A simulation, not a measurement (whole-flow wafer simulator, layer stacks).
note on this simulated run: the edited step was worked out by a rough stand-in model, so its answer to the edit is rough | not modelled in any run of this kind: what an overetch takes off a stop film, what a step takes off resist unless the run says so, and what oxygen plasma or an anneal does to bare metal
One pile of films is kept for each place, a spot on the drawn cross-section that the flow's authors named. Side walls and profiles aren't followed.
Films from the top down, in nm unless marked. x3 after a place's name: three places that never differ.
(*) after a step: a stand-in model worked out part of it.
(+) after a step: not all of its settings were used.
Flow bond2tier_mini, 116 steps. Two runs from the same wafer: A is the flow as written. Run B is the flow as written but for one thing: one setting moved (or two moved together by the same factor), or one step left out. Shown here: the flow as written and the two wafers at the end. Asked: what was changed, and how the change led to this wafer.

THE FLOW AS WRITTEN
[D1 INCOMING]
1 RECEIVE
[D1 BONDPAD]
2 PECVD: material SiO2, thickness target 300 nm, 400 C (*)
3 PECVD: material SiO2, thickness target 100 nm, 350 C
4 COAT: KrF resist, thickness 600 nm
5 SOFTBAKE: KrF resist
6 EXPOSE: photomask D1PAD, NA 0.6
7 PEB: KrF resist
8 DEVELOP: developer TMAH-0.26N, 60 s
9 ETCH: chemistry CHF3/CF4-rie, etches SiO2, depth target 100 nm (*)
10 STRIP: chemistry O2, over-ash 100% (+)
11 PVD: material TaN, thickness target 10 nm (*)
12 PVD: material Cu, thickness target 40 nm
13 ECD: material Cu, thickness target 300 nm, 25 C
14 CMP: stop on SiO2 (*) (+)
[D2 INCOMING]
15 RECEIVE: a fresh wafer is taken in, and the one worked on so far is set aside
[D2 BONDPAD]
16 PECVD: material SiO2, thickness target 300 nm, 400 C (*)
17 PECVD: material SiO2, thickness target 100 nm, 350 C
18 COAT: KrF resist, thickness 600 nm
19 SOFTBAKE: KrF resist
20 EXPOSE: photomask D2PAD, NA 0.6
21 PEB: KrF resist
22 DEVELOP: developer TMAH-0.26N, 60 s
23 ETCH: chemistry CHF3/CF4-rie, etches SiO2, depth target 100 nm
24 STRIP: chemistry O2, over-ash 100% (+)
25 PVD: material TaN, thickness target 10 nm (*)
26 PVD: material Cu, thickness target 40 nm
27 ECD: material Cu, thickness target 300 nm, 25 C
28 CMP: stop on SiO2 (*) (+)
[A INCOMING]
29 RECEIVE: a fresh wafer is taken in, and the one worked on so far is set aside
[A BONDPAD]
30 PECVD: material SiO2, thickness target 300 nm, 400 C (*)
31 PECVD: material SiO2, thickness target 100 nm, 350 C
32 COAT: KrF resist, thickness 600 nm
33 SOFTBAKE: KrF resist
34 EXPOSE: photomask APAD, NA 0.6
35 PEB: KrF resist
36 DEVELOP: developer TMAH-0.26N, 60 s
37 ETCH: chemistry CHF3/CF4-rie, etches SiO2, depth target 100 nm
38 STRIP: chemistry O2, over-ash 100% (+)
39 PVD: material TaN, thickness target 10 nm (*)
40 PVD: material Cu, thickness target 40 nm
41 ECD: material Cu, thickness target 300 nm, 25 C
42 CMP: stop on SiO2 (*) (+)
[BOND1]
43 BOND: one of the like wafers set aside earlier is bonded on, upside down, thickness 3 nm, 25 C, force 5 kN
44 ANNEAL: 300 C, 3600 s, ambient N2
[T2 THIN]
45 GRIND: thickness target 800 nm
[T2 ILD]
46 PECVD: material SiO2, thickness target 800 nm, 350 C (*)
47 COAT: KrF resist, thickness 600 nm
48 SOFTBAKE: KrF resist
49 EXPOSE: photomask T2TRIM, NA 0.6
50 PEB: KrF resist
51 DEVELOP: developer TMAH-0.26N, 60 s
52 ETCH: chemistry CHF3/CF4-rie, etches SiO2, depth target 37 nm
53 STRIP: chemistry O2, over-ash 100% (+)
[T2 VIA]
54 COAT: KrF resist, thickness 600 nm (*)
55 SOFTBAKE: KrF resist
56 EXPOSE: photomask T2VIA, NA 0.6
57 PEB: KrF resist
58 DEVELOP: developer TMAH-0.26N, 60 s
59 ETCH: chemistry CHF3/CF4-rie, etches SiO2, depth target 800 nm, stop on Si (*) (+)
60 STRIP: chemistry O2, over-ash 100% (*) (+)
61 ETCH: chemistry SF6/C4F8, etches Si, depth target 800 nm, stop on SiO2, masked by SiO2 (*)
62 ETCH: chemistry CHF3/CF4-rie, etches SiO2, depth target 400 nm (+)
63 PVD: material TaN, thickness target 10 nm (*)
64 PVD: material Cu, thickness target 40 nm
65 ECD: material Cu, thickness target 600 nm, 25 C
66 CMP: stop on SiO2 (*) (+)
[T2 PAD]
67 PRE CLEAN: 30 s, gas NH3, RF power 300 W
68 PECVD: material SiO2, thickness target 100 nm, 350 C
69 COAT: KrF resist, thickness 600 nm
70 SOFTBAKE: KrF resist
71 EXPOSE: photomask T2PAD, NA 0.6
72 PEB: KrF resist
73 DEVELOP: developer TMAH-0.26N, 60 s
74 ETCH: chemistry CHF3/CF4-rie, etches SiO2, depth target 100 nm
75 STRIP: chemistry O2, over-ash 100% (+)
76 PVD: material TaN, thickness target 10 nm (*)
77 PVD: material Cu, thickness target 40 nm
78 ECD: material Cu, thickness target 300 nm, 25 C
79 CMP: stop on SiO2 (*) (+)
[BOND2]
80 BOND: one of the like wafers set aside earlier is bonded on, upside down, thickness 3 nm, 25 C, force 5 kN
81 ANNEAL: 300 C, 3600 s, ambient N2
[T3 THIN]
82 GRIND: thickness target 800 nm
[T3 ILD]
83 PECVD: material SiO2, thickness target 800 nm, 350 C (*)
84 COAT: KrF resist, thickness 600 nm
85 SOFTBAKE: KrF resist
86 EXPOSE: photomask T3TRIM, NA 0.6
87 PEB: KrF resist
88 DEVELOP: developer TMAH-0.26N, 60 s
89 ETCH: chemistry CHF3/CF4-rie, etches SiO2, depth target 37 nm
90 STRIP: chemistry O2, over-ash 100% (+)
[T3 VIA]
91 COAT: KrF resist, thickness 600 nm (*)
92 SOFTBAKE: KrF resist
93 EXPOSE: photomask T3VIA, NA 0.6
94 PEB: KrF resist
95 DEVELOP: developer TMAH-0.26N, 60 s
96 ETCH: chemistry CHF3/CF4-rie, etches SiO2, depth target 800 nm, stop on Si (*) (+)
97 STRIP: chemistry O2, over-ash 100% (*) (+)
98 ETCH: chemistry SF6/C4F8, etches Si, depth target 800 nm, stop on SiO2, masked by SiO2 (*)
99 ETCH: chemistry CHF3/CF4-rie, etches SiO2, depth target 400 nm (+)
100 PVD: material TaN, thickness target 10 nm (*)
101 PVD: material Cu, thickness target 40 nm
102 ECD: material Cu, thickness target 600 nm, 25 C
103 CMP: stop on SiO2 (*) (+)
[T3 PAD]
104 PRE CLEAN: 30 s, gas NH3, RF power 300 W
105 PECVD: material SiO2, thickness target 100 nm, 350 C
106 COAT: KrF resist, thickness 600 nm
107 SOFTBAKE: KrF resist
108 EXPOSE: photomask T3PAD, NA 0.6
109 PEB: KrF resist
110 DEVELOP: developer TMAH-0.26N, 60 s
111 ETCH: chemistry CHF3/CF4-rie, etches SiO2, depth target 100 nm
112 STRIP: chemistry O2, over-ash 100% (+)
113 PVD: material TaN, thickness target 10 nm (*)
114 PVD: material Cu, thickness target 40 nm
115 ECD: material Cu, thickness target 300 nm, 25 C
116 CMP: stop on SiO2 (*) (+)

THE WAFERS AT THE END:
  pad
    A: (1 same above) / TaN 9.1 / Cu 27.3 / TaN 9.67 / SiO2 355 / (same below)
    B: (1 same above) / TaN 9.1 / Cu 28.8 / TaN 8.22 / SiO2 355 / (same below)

The cause: step 100, PVD: thickness target 8.5 nm was run, where the flow has thickness target 10 nm.

How the change led to this, step by step:
  100 PVD: material TaN, thickness target 10 nm (*)
      field: A TaN +10 (new film) | B TaN +8.5 (new film)
      pad: A TaN +9.67 (new film) | B TaN +8.22 (new film)
  103 CMP: stop on SiO2 (*) (+)
      field: A Cu -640 (all of it), TaN -10 (all of it) | B Cu -640 (all of it), TaN -8.5 (all of it)
